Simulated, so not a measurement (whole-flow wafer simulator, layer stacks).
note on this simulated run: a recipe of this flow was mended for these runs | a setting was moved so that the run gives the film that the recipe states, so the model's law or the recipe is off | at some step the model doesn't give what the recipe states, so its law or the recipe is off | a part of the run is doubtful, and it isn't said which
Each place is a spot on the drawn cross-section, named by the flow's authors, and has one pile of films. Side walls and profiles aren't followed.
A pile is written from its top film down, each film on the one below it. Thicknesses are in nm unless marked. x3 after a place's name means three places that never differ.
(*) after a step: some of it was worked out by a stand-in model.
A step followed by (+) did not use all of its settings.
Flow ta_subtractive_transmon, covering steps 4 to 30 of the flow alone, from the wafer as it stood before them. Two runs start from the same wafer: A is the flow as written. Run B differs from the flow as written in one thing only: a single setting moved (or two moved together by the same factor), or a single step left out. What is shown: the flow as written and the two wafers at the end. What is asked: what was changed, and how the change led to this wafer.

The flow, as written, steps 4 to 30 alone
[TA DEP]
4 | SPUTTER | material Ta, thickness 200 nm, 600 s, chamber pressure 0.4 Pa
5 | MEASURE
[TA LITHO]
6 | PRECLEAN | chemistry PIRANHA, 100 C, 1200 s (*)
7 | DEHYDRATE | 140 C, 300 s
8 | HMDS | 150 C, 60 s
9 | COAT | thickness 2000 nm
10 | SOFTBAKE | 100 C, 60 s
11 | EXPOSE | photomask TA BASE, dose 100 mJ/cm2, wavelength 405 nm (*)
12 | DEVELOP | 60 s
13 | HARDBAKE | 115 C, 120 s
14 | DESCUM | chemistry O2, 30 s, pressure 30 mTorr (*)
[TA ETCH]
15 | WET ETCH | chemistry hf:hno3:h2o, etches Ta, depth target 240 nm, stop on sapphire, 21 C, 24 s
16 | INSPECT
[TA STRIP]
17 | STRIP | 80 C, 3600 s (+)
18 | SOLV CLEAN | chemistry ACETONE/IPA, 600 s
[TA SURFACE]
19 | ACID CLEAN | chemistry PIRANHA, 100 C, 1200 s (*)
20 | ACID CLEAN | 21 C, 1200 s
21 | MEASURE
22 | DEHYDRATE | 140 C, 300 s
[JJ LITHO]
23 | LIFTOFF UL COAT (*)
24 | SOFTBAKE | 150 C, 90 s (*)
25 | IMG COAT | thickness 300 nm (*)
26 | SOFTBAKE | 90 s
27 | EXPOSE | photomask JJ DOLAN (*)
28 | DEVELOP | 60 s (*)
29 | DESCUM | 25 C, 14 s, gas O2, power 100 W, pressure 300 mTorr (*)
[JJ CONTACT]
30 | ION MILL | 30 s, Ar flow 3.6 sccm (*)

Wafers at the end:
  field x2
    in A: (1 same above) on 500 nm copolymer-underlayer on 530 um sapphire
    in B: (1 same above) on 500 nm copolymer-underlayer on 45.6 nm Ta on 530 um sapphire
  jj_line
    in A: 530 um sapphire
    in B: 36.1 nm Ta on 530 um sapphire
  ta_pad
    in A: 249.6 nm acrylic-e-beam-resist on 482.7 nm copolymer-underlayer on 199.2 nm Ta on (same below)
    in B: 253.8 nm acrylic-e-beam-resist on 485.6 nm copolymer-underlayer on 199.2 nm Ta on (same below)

The reason: step 15, WET ETCH: 15.36 s was run, though the flow has 24 s.

The path from the change to this, step by step:
  15 | WET ETCH | chemistry hf:hno3:h2o, etches Ta, depth target 240 nm, stop on sapphire, 21 C, 24 s
      field x2, jj_line, lead: A -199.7 Ta (all of it) | B -153.6 Ta
  23 | LIFTOFF UL COAT (*)
      lead: A +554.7 copolymer-underlayer (new film) | B +542.9 copolymer-underlayer (new film)
      ta_contact: A +443.9 copolymer-underlayer (new film) | B +455.8 copolymer-underlayer (new film)
  28 | DEVELOP | 60 s (*)
      lead: A -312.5 acrylic-e-beam-resist (all of it), -554.7 copolymer-underlayer (all of it) | B -309.6 acrylic-e-beam-resist (all of it), -542.9 copolymer-underlayer (all of it)
      ta_contact: A -287.5 acrylic-e-beam-resist (all of it), -443.9 copolymer-underlayer (all of it) | B -290.5 acrylic-e-beam-resist (all of it), -455.8 copolymer-underlayer (all of it)
  30 | ION MILL | 30 s, Ar flow 3.6 sccm (*)
      jj_line, lead: A -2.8 sapphire | B -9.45 Ta
If metal films that touch count as one body, field x2 has 1 body; the flow as written gives 0 bodies.
If metal films that touch count as one body, jj_line has 1 body; the flow as written gives 0 bodies.
